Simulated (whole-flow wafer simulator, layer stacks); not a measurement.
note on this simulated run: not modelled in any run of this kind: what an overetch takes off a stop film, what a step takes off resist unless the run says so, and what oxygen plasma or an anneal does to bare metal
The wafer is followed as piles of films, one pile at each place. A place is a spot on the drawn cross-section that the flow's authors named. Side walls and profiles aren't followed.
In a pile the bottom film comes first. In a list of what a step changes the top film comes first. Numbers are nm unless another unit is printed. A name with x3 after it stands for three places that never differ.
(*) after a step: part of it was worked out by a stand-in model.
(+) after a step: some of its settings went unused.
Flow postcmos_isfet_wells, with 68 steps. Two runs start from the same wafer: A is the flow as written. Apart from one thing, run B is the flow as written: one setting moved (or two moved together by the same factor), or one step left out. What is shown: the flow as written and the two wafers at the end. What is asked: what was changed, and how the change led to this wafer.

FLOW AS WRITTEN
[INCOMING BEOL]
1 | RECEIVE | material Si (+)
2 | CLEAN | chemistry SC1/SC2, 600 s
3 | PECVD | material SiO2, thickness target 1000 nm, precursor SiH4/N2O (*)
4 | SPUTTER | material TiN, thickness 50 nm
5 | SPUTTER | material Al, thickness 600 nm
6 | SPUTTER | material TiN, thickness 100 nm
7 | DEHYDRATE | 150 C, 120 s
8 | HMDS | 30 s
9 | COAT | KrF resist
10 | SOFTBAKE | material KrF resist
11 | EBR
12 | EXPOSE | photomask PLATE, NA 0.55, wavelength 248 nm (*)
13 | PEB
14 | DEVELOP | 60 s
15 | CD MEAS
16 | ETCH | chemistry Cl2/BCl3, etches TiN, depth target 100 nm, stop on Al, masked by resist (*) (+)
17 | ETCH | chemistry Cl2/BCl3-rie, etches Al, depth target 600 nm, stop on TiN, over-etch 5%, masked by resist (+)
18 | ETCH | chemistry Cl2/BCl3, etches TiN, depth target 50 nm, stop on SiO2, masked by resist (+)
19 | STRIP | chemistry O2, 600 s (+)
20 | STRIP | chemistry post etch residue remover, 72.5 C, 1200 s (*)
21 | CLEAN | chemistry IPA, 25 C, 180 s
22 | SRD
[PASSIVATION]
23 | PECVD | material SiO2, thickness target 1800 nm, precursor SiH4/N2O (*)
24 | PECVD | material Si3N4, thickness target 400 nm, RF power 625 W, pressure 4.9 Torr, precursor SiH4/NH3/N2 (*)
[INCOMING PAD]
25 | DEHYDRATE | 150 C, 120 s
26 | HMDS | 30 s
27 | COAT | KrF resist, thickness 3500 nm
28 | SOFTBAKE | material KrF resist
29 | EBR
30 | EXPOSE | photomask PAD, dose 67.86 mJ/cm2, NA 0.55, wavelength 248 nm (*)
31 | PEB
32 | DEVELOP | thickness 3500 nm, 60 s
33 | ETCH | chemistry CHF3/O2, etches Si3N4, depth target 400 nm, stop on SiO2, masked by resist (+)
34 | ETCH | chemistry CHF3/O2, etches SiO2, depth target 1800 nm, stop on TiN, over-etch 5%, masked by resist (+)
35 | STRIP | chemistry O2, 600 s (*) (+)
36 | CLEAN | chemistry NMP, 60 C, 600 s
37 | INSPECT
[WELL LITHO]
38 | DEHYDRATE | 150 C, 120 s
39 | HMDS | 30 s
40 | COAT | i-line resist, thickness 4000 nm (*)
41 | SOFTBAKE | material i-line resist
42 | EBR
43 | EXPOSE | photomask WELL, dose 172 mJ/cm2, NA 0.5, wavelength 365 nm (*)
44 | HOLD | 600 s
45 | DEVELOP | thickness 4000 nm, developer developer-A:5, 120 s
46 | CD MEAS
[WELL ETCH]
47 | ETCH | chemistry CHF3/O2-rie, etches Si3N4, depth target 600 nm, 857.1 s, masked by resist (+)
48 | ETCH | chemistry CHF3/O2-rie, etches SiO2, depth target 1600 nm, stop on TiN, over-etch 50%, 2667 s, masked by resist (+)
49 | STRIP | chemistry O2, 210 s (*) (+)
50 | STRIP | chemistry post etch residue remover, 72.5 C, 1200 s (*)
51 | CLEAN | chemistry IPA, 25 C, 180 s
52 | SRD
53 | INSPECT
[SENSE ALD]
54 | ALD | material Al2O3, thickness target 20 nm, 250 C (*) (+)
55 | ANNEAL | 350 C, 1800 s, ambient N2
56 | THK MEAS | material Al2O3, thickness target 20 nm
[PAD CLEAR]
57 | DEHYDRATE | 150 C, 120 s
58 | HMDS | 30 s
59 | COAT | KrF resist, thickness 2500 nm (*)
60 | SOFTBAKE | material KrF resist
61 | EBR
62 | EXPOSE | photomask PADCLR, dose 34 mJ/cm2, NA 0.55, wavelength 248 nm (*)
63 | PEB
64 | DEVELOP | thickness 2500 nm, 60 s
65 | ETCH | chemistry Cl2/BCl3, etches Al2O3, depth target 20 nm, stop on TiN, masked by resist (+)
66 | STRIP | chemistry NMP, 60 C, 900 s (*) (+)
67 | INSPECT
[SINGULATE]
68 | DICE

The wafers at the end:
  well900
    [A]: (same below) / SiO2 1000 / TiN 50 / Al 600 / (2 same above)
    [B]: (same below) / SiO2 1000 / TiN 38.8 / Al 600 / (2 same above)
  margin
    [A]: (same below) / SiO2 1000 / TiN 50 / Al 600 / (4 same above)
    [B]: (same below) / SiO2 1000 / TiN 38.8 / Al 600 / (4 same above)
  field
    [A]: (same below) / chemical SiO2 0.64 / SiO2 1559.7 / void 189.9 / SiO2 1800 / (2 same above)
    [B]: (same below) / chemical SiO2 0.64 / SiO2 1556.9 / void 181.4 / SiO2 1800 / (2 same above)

What caused this: step 4, SPUTTER: thickness 38.8 nm was run, whereas the flow has thickness 50 nm.
The wafer lets one read it off: well900 has TiN 38.8, and step 4 as written asks for 50 nm.

The path from the change to this, step by step:
  4 | SPUTTER | material TiN, thickness 50 nm
      field, margin, well900, well1300 x3, pad_rim, pad_clr, pad_open: A +50 TiN (new film) | B +38.8 TiN (new film)
  18 | ETCH | chemistry Cl2/BCl3, etches TiN, depth target 50 nm, stop on SiO2, masked by resist (+)
      field: A -50 TiN (all of it) | B -38.8 TiN (all of it)
  23 | PECVD | material SiO2, thickness target 1800 nm, precursor SiH4/N2O (*)
      field: A +1800 SiO2 (new film), +189.9 void (new film), +559.7 SiO2 | B +1800 SiO2 (new film), +181.4 void (new film), +556.9 SiO2
